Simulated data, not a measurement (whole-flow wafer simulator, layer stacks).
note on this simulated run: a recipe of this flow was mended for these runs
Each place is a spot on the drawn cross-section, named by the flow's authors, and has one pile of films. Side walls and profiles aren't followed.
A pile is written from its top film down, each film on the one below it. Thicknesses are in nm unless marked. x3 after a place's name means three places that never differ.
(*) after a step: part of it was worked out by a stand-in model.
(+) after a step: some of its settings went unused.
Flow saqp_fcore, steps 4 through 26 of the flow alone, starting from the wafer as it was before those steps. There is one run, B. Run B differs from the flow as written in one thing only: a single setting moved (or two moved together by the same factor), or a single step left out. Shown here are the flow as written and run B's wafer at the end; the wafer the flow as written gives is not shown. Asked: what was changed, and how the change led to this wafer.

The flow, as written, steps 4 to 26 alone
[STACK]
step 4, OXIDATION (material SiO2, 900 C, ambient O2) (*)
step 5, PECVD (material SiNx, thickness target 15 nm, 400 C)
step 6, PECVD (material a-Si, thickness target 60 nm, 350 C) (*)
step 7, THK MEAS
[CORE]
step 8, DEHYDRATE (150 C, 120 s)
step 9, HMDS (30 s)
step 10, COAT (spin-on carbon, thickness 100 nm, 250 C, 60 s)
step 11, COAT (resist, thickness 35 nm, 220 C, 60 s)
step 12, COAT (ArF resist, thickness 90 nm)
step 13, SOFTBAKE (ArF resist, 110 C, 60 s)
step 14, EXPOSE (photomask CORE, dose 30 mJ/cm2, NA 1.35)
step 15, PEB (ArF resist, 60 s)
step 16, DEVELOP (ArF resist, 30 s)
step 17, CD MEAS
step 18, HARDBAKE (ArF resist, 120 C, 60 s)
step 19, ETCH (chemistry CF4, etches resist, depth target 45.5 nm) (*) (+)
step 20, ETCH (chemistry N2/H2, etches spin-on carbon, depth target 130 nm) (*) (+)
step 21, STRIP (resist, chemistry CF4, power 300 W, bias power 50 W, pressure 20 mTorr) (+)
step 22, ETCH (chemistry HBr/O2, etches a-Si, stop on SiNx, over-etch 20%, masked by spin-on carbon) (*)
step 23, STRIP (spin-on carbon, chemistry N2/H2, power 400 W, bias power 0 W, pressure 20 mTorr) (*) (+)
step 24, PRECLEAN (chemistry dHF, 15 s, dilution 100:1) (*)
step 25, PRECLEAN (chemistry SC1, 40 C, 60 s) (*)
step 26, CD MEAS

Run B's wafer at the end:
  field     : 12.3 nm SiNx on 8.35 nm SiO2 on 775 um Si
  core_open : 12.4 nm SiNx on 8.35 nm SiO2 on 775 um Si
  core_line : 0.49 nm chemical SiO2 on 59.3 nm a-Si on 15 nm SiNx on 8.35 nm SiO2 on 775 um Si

The reason: step 4, OXIDATION: 881 C was run, whereas the flow has 900 C.

The path from the change to this, step by step:
  step 4, OXIDATION (material SiO2, 900 C, ambient O2) (*)
      field, core_open, core_line: +8.35 SiO2 (new film), -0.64 chemical SiO2 (all of it), -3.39 Si (it would be, as written: +10 SiO2 (new film), -0.64 chemical SiO2 (all of it), -4.12 Si)
